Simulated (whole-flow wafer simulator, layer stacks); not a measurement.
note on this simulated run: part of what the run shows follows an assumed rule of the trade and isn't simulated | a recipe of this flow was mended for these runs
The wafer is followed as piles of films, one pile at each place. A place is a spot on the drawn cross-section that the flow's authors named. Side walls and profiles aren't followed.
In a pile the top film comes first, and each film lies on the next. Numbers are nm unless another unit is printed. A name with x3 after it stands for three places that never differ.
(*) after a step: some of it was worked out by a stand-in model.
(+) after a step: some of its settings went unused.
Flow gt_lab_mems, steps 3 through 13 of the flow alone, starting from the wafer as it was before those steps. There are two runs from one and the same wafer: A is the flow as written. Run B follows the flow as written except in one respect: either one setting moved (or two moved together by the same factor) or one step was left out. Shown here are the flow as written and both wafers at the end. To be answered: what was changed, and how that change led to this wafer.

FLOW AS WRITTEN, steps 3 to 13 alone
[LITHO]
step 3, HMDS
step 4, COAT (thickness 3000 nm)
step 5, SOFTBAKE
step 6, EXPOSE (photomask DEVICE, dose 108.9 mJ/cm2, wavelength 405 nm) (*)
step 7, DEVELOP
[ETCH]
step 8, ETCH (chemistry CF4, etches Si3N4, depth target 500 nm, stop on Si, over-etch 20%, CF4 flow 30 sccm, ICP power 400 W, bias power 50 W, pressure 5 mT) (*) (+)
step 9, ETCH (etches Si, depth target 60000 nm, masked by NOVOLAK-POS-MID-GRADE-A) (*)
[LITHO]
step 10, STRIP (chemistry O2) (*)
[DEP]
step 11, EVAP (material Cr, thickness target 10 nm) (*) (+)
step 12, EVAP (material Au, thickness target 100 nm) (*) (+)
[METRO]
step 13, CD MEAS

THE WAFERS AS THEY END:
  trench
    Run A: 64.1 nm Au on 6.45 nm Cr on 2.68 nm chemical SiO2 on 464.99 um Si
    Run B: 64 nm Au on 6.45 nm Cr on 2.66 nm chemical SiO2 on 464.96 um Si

Cause: step 8, ETCH: depth target 560 nm was run, whereas the flow has depth target 500 nm.

The path from the change to this, step by step:
  step 8, ETCH (chemistry CF4, etches Si3N4, depth target 500 nm, stop on Si, over-etch 20%, CF4 flow 30 sccm, ICP power 400 W, bias power 50 W, pressure 5 mT) (*) (+)
      field: A -400 g/i-line-resist | B -448 g/i-line-resist
      trench: A -500 Si3N4 (all of it), -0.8 chemical SiO2 (all of it), -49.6 Si | B -500 Si3N4 (all of it), -0.8 chemical SiO2 (all of it), -85.6 Si
  step 10, STRIP (chemistry O2) (*)
      field: A -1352 g/i-line-resist (all of it) | B -1304 g/i-line-resist (all of it)
